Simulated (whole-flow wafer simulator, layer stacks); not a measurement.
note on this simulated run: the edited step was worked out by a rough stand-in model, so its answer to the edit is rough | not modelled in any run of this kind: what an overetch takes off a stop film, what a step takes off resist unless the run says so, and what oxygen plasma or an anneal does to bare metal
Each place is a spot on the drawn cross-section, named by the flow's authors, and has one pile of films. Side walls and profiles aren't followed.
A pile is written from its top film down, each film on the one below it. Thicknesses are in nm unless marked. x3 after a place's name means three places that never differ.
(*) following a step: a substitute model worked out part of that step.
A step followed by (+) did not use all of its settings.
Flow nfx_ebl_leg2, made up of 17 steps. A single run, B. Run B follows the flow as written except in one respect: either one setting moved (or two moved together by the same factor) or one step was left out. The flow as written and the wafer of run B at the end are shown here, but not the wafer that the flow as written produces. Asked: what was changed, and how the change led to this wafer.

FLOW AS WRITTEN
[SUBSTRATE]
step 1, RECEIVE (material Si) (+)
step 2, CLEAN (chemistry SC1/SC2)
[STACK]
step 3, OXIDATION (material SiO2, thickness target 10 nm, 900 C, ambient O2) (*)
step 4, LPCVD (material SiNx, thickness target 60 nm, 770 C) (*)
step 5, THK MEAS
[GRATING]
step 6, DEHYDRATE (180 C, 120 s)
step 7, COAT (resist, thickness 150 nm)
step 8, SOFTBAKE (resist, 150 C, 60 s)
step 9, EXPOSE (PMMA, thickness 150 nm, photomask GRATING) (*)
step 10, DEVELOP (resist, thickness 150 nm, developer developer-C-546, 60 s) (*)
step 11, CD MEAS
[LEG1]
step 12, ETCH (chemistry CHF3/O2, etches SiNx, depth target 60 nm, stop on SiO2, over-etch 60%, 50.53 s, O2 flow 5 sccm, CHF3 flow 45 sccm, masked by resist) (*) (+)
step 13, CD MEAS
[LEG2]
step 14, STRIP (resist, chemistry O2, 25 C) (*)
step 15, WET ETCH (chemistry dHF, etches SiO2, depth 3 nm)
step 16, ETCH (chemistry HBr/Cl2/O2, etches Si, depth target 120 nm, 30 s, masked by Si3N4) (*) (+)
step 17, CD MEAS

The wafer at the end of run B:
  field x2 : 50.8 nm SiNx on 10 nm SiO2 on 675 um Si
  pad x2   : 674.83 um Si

What caused this: step 16, ETCH: depth target 162 nm was run, whereas the flow has depth target 120 nm; step 16, ETCH: 40.5 s was run, where the flow has 30 s.

The path from the change to this, step by step:
  step 16, ETCH (chemistry HBr/Cl2/O2, etches Si, depth target 120 nm, 30 s, masked by Si3N4) (*) (+)
      field x2: -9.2 SiNx (it would be, as written: -6.82 SiNx)
      pad x2: -162 Si (it would be, as written: -120 Si)
